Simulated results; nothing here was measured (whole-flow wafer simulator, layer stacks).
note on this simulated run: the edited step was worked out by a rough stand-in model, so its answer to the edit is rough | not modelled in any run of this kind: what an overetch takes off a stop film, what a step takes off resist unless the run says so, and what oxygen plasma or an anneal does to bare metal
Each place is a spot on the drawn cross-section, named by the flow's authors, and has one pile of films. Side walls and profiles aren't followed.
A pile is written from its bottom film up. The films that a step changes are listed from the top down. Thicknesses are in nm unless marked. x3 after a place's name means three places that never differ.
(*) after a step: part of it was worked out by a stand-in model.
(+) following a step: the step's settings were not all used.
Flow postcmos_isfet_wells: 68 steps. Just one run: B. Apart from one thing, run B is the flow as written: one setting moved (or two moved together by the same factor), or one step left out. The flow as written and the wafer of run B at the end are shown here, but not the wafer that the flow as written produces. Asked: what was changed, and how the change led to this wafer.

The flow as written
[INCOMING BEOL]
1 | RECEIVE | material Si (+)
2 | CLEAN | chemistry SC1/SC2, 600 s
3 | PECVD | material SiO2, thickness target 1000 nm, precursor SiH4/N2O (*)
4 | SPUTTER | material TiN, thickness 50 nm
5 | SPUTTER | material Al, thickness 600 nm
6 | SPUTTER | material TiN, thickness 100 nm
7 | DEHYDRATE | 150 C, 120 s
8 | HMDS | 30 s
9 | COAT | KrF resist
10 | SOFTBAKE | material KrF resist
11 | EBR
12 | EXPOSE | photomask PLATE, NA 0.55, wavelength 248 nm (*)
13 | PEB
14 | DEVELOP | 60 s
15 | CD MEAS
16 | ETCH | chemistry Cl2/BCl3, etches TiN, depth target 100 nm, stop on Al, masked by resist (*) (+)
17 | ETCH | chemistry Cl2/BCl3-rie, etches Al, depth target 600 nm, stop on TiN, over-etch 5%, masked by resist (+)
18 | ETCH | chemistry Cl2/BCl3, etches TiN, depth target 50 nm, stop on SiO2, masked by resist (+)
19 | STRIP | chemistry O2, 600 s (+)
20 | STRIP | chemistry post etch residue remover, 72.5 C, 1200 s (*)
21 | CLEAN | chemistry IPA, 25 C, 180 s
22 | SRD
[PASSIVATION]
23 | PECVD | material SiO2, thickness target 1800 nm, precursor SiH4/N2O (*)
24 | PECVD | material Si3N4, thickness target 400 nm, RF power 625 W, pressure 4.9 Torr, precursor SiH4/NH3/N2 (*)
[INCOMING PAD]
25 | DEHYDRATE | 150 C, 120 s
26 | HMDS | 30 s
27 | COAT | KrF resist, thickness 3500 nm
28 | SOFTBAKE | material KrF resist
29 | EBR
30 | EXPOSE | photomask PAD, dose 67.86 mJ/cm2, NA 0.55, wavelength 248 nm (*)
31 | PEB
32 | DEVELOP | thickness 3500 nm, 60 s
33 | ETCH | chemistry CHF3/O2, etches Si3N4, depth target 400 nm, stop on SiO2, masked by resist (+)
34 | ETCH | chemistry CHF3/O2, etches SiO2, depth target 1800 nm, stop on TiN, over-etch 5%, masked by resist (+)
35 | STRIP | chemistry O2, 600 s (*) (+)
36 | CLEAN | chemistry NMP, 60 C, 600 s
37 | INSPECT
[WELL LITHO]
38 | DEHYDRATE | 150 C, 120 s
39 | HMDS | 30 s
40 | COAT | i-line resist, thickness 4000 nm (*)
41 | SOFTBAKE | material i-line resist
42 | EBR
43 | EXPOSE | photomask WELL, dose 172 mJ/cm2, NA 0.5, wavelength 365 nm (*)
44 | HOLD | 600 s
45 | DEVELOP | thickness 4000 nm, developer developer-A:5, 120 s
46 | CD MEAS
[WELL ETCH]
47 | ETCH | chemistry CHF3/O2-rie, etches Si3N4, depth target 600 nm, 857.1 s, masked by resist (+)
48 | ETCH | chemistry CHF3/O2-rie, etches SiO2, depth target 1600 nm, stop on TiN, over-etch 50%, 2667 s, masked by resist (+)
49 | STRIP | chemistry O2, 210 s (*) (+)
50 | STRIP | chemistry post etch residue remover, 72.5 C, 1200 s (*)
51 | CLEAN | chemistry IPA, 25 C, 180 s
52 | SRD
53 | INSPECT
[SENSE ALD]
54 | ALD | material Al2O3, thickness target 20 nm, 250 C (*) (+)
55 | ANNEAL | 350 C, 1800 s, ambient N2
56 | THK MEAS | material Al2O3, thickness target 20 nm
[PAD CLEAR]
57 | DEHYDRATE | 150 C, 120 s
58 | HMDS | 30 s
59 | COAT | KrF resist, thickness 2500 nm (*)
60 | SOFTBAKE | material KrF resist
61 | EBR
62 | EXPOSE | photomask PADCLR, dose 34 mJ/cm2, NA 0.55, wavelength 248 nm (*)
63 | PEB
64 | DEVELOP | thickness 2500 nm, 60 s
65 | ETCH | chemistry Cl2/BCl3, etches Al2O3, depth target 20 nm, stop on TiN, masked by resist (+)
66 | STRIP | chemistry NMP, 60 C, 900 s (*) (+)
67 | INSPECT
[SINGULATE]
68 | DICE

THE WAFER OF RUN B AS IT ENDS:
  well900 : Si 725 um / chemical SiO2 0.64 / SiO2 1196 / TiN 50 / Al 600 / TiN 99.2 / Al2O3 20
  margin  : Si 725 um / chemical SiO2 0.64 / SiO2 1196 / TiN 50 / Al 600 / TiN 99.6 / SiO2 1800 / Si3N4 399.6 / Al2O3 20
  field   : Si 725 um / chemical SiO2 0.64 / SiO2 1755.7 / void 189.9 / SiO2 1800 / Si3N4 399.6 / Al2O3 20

The reason: step 3, PECVD: thickness target 1196 nm was run, whereas the flow has thickness target 1000 nm.
One can read it off the wafer: well900 has SiO2 1196, and step 3 as written asks for 1000 nm.

Step by step, how the change led to this:
  3 | PECVD | material SiO2, thickness target 1000 nm, precursor SiH4/N2O (*)
      field, margin, well900, well1300 x3, pad_rim, pad_clr, pad_open: SiO2 gains 1196 (new film) (it would be, as written: SiO2 gains 1000 (new film))
